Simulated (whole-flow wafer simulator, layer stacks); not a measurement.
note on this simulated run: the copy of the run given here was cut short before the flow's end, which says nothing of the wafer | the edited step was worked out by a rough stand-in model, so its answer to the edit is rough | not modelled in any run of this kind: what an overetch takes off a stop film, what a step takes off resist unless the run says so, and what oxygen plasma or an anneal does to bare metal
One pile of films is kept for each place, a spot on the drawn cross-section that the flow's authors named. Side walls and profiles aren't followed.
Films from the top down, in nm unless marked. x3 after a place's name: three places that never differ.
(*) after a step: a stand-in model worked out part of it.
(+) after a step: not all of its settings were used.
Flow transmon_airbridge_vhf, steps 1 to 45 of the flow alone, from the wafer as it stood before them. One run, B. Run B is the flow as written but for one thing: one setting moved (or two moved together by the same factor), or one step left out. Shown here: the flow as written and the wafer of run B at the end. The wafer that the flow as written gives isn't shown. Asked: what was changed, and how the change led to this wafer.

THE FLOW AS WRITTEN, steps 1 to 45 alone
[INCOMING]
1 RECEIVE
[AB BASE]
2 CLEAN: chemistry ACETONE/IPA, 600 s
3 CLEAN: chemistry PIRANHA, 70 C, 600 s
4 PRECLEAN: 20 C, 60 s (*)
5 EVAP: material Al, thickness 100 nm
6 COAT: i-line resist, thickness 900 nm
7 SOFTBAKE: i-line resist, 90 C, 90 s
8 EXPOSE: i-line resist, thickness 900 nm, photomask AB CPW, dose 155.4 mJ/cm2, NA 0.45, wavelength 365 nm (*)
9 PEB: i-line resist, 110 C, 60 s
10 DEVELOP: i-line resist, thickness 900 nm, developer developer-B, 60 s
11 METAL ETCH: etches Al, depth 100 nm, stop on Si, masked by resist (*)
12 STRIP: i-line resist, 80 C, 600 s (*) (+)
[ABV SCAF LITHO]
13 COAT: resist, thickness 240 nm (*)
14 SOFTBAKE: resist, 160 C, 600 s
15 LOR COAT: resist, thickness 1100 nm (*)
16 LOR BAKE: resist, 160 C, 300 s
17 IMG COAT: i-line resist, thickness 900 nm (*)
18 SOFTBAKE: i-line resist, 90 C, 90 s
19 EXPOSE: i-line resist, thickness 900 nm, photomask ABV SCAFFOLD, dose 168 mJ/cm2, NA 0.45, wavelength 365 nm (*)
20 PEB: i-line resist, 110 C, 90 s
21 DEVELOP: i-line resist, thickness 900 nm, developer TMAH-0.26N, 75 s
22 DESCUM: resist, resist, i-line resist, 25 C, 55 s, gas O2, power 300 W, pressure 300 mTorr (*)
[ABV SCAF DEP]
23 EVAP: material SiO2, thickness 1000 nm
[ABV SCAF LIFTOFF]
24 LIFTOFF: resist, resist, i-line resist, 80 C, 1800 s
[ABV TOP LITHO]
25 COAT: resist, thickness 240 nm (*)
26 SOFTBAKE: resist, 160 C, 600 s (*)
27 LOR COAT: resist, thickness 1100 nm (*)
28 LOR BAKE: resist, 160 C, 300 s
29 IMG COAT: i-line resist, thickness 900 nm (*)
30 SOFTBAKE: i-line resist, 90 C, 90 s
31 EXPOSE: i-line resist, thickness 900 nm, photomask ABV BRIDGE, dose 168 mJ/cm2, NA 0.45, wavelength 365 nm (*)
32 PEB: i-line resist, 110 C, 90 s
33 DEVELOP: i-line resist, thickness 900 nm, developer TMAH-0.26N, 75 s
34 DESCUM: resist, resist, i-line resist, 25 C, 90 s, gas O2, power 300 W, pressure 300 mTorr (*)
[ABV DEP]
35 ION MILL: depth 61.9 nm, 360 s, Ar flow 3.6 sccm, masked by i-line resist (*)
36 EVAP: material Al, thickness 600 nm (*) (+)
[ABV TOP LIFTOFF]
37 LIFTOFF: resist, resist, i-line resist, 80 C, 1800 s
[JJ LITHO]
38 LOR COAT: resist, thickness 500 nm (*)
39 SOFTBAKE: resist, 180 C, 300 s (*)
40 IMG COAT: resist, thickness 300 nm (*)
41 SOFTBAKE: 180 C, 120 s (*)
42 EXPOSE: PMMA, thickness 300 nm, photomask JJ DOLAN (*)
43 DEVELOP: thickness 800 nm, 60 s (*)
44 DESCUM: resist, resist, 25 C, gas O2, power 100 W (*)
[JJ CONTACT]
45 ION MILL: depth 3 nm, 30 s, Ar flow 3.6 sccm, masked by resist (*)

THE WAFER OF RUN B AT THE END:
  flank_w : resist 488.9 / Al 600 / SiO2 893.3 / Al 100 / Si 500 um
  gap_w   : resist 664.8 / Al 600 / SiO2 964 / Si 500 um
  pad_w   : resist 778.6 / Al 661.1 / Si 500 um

The cause: step 34, DESCUM: 36 s was run, where the flow has 90 s.

How the change led to this, step by step:
  34 DESCUM: resist, resist, i-line resist, 25 C, 90 s, gas O2, power 300 W, pressure 300 mTorr (*)
      pad_w: resist -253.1 (as written it would be: resist -279.3 (all of it))
      pad_e: resist -253.1 (as written it would be: resist -278.8 (all of it))
      (and at 9 more places)
  35 ION MILL: depth 61.9 nm, 360 s, Ar flow 3.6 sccm, masked by i-line resist (*)
      pad_w: resist -26.2 (all of it), Al -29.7 (as written it would be: Al -61.9)
      pad_e: resist -25.6 (all of it), Al -30.4 (as written it would be: Al -61.9)
  37 LIFTOFF: resist, resist, i-line resist, 80 C, 1800 s
      field x3, jj_line, trace_open_s x2: Al -600 (all of it), i-line resist -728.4 (all of it), resist -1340 (all of it) (as written it would be: Al -600 (all of it), i-line resist -600 (all of it), resist -1340 (all of it))
      margin_s, margin_n: Al -600 (all of it), i-line resist -446.7 (all of it), resist -992 (all of it) (as written it would be: Al -600 (all of it), i-line resist -318.3 (all of it), resist -992 (all of it))
      (and at 1 more place)
